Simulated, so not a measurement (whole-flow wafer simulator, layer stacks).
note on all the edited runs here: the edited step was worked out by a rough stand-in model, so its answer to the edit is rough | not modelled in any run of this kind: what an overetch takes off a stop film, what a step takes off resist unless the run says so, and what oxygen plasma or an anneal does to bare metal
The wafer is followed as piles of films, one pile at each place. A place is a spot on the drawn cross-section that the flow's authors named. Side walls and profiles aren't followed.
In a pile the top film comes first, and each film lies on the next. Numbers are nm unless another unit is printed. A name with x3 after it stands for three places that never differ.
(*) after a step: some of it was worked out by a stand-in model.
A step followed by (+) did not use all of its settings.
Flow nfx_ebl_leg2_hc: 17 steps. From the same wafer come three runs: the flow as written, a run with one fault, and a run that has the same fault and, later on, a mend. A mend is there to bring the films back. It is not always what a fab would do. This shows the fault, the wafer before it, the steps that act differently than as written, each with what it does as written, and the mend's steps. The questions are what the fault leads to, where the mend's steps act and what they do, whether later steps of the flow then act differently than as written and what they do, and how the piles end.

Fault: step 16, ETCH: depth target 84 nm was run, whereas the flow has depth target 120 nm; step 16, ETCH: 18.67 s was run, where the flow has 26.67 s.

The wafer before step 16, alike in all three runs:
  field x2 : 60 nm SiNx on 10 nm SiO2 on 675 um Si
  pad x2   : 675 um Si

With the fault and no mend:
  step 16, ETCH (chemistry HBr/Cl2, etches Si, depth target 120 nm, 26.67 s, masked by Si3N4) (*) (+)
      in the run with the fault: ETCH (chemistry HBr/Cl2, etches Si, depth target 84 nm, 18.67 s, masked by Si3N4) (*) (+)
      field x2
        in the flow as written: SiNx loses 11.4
        in the run with the fault: SiNx loses 8
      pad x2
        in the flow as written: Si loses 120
        in the run with the fault: Si loses 84
  None of the later steps of the flow acts differently than as written at any place that is followed.
  By the end, the piles at field x2 depart from the flow's by more than 2% or 0.5 nm, whichever is larger.
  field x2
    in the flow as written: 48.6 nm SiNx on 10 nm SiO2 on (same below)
    in the run with the fault: 52 nm SiNx on 10 nm SiO2 on (same below)

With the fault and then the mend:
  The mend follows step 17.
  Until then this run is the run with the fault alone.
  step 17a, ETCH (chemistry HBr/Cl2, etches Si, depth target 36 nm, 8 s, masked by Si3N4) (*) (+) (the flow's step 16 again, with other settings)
      field x2
        SiNx loses 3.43
      pad x2
        Si loses 36
  None of the later steps of the flow acts differently than as written at any place that is followed.
  The piles end the same as the flow's at every place that both follow.
